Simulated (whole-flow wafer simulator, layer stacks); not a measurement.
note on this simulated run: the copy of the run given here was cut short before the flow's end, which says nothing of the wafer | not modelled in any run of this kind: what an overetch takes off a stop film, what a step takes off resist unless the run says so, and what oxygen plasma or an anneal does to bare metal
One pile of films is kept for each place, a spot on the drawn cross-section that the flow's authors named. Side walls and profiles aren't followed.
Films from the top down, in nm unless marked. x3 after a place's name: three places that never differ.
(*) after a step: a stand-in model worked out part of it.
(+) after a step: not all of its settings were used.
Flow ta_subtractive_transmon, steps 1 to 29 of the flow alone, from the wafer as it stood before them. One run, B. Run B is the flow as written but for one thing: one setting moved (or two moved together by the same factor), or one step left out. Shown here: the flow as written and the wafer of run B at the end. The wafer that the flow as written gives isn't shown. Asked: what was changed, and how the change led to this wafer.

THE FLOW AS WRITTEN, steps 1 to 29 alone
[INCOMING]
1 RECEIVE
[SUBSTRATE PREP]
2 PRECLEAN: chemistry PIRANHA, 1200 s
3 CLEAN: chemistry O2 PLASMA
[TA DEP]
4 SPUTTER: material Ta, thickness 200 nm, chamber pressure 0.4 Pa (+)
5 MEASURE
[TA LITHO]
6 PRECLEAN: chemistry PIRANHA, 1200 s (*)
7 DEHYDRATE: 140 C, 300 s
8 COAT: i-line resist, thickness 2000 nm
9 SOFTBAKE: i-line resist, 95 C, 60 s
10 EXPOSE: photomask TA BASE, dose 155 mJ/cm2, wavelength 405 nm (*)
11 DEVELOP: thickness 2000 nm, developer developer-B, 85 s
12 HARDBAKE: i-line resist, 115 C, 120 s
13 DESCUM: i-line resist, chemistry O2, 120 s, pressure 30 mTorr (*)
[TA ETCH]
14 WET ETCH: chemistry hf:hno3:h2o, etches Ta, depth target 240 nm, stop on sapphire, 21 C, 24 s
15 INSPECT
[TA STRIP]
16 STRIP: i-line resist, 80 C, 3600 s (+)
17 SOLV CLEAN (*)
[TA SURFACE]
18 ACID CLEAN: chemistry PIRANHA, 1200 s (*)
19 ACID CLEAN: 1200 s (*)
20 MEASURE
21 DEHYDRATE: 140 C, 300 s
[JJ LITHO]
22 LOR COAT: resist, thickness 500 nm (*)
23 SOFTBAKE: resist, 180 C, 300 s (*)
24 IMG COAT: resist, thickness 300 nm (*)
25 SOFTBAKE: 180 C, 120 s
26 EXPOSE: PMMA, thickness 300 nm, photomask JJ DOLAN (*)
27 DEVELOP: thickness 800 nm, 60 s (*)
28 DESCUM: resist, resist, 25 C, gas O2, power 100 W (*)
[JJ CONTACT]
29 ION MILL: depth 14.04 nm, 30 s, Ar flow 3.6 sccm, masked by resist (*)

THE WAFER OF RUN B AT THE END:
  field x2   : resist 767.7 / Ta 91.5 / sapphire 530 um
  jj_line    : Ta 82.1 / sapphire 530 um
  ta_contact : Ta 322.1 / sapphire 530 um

The cause: step 4, SPUTTER: thickness 331.8 nm was run, where the flow has thickness 200 nm.

How the change led to this, step by step:
  4 SPUTTER: material Ta, thickness 200 nm, chamber pressure 0.4 Pa (+)
      field x2, jj_line, lead, ta_contact, ta_pad: Ta +331.8 (new film) (as written it would be: Ta +200 (new film))
  14 WET ETCH: chemistry hf:hno3:h2o, etches Ta, depth target 240 nm, stop on sapphire, 21 C, 24 s
      field x2, jj_line, lead: Ta -240 (as written it would be: Ta -200 (all of it))
  22 LOR COAT: resist, thickness 500 nm (*)
      ta_contact: resist +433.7 (new film) (as written it would be: resist +443.8 (new film))
  29 ION MILL: depth 14.04 nm, 30 s, Ar flow 3.6 sccm, masked by resist (*)
      jj_line, lead: Ta -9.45 (as written it would be: sapphire -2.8)
Counting metal films that touch as one body, field x2 has 1 body; the flow as written gives 0 bodies.
Counting metal films that touch as one body, jj_line has 1 body; the flow as written gives 0 bodies.
